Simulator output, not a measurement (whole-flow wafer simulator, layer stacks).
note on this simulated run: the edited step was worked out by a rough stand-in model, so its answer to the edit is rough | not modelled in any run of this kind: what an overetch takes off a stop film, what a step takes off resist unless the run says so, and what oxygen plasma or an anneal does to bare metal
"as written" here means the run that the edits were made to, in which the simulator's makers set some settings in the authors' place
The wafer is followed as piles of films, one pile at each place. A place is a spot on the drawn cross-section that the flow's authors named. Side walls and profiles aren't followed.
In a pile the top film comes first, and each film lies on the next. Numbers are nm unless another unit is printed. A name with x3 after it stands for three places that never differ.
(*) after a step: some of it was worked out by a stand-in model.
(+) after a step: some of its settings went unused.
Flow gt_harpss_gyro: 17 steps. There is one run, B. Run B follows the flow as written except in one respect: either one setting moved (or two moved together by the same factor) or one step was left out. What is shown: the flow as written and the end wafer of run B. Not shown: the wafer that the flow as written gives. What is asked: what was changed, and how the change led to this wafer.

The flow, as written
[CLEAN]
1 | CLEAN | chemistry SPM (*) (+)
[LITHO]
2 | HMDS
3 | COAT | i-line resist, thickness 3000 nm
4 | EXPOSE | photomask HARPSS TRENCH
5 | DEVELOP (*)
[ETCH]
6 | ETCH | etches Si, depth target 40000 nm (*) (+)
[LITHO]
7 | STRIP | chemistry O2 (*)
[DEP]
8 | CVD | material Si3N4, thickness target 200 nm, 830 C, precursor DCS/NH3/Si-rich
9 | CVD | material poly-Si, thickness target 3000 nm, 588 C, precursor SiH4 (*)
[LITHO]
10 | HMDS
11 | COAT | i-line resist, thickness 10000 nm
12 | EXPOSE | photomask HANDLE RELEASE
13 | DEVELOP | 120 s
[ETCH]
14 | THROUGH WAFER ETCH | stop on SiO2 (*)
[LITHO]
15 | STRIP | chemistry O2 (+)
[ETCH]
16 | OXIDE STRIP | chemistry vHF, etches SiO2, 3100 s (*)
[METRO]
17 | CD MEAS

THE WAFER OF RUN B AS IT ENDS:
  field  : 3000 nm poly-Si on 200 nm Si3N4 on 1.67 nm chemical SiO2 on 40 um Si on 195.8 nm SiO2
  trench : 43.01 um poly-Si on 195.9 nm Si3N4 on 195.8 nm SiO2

Cause: step 16, OXIDE STRIP: 2325 s was run, though the flow has 3100 s.

How this came from the change, step by step:
  16 | OXIDE STRIP | chemistry vHF, etches SiO2, 3100 s (*)
      field: under 4 films: -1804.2 SiO2 (in the flow as written it would be: under 4 films: -2000 SiO2 (all of it))
      trench: under 2 films: -1804.2 SiO2 (in the flow as written it would be: under 2 films: -2000 SiO2 (all of it))
